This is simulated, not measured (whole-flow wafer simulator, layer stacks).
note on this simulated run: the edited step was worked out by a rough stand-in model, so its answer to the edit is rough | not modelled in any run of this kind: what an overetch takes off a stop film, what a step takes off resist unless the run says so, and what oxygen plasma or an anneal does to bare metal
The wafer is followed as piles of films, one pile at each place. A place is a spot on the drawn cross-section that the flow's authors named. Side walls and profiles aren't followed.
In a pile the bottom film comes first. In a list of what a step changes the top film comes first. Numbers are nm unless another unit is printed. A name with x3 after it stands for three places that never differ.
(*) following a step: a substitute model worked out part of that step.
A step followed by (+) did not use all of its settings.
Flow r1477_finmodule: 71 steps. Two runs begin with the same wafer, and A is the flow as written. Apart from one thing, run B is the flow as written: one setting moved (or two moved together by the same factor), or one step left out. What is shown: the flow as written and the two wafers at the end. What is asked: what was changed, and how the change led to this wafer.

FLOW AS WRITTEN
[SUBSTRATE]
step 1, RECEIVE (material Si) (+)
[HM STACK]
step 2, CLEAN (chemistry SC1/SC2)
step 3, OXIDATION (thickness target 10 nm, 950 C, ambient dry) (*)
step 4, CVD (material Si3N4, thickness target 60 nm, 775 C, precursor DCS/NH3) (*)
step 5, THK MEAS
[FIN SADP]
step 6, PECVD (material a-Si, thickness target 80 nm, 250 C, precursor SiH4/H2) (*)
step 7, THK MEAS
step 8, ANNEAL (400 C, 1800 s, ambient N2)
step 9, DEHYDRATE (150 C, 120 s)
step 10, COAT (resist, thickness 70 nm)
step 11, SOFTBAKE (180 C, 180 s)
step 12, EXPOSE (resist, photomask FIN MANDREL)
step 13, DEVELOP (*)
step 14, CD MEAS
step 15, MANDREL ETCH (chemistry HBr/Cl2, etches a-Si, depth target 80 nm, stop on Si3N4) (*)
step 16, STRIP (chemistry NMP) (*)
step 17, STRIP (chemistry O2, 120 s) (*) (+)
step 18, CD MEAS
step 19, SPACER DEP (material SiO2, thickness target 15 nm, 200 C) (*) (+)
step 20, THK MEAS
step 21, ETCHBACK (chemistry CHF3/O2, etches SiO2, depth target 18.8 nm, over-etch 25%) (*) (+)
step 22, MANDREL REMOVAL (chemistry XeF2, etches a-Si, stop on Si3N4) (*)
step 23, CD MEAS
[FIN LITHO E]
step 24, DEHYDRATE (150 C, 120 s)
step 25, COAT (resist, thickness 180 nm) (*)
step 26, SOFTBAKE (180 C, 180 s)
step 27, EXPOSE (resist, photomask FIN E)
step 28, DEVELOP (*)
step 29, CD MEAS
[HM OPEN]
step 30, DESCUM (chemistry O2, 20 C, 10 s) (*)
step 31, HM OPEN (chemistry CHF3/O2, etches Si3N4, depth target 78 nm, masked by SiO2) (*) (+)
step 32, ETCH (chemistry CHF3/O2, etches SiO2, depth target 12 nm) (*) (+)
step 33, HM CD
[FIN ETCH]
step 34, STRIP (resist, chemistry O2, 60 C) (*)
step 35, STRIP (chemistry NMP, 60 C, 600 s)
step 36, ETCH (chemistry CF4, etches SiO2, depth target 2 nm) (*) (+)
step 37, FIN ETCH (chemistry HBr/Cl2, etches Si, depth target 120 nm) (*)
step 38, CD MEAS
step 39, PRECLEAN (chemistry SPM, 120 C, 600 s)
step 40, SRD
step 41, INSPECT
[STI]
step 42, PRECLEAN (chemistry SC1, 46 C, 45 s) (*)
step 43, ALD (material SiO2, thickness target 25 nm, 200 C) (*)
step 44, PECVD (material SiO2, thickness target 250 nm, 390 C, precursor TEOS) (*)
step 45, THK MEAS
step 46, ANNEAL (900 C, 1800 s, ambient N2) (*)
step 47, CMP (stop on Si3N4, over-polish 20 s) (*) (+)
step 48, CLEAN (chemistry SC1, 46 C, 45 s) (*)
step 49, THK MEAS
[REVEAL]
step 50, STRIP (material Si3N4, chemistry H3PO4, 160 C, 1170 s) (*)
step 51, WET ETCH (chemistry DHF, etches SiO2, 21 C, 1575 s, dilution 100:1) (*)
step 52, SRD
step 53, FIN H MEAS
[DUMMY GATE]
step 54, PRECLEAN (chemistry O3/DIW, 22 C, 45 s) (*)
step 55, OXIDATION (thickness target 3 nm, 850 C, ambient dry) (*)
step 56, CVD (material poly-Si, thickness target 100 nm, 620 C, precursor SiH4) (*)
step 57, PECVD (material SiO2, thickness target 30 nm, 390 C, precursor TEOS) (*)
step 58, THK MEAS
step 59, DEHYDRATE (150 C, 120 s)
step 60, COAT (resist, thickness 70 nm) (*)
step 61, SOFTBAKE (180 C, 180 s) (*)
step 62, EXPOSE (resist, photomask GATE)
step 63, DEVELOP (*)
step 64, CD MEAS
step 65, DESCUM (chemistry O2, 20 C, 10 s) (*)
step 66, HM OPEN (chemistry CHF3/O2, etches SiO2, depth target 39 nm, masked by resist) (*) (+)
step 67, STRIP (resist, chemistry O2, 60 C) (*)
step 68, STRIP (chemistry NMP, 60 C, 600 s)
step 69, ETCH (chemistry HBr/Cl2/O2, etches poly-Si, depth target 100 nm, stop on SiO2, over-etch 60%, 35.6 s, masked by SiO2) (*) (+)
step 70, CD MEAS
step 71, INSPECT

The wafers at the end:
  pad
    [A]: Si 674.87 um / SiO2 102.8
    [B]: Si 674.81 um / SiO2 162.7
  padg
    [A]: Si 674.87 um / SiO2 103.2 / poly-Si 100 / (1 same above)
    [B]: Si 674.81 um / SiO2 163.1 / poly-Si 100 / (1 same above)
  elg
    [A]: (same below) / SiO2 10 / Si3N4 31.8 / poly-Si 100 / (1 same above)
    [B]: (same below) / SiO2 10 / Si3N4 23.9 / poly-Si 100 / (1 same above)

The reason: step 37, FIN ETCH: depth target 180 nm was run, while the flow as written has depth target 120 nm.

The path from the change to this, step by step:
  step 37, FIN ETCH (chemistry HBr/Cl2, etches Si, depth target 120 nm) (*)
      pad, padg, esg and 19 more: A -120 Si | B -180 Si
      elg, e40lg, e100lg, e200lg, elo, e40lo, e100lo, e200lo: A -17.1 Si3N4 | B -25.7 Si3N4
      (and at 6 other places as well)
  step 43, ALD (material SiO2, thickness target 25 nm, 200 C) (*)
      s40cg, s45cg, s50cg, s40co, s45co, s50co: A +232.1 SiO2 (new film) | B +287.5 SiO2 (new film)
      esg: A +194.3 SiO2 (new film) | B +245.7 SiO2 (new film)
  step 47, CMP (stop on Si3N4, over-polish 20 s) (*) (+)
      pad, padg, e40sg and 11 more: A -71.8 SiO2 | B -11.8 SiO2
      elg, esg, e40lg and 6 more: A -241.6 SiO2 | B -233 SiO2
      (and at 1 other place as well)
  step 51, WET ETCH (chemistry DHF, etches SiO2, 21 C, 1575 s, dilution 100:1) (*)
      elg, e40lg, e100lg, e200lg, elo, e40lo, e100lo, e200lo: A -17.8 SiO2 (all of it), -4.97 Si3N4 | B -26.4 SiO2 (all of it), -4.28 Si3N4
  step 56, CVD (material poly-Si, thickness target 100 nm, 620 C, precursor SiH4) (*)
      esg: A +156 poly-Si (new film) | B +148.3 poly-Si (new film)
  step 60, COAT (resist, thickness 70 nm) (*)
      e40sg, eso, e40so: A +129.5 resist (new film) | B +122 resist (new film)
      e100sg, e100so: A +129.4 resist (new film) | B +122 resist (new film)
      (and at 2 other places as well)
  step 63, DEVELOP (*)
      eso, e40so: A -129.5 resist (all of it) | B -122 resist (all of it)
      e100so: A -129.4 resist (all of it) | B -122 resist (all of it)
      (and at 1 other place as well)
  step 67, STRIP (resist, chemistry O2, 60 C) (*)
      e40sg: A -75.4 resist (all of it) | B -67.9 resist (all of it)
      e100sg: A -75.3 resist (all of it) | B -67.9 resist (all of it)
      (and at 1 other place as well)
